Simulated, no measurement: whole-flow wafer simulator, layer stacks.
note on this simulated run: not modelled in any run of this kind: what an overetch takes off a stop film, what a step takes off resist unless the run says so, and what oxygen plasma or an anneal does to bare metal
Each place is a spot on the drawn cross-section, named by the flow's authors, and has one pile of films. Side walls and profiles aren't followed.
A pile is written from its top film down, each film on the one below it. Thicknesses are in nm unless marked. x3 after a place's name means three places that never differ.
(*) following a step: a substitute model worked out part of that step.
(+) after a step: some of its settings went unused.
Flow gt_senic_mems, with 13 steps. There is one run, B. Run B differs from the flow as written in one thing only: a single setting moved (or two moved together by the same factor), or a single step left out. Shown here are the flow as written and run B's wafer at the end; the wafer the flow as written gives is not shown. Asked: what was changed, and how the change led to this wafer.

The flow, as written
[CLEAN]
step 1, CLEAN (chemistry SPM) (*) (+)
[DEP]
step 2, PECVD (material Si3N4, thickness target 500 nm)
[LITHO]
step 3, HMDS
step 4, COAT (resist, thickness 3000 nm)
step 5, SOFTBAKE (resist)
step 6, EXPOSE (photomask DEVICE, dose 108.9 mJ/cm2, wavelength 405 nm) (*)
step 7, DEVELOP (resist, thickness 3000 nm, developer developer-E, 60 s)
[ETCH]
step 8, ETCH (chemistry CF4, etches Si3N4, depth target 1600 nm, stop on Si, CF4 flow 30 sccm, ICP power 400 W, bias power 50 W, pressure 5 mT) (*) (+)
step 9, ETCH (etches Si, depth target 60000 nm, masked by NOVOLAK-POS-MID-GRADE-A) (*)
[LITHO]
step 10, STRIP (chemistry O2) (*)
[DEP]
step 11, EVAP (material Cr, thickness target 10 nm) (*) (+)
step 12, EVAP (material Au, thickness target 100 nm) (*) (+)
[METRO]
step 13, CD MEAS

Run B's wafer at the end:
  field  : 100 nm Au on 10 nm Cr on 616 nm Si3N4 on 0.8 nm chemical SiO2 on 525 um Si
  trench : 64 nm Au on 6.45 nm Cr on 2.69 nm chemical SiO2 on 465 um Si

The reason: step 2, PECVD: thickness target 616 nm was run, though the flow has thickness target 500 nm.
The wafer lets one read it off: field has Si3N4 616, and step 2 as written asks for 500 nm.

How this came from the change, step by step:
  step 2, PECVD (material Si3N4, thickness target 500 nm)
      field, trench: Si3N4 gains 616 (new film) (it would be, as written: Si3N4 gains 500 (new film))
  step 8, ETCH (chemistry CF4, etches Si3N4, depth target 1600 nm, stop on Si, CF4 flow 30 sccm, ICP power 400 W, bias power 50 W, pressure 5 mT) (*) (+)
      field: resist loses 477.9 (it would be, as written: resist loses 400.5)
      trench: Si3N4 loses 616 (all of it), chemical SiO2 loses 0.8 (all of it) (it would be, as written: Si3N4 loses 500 (all of it), chemical SiO2 loses 0.8 (all of it))
  step 10, STRIP (chemistry O2) (*)
      field: resist loses 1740 (all of it) (it would be, as written: resist loses 1817.3 (all of it))
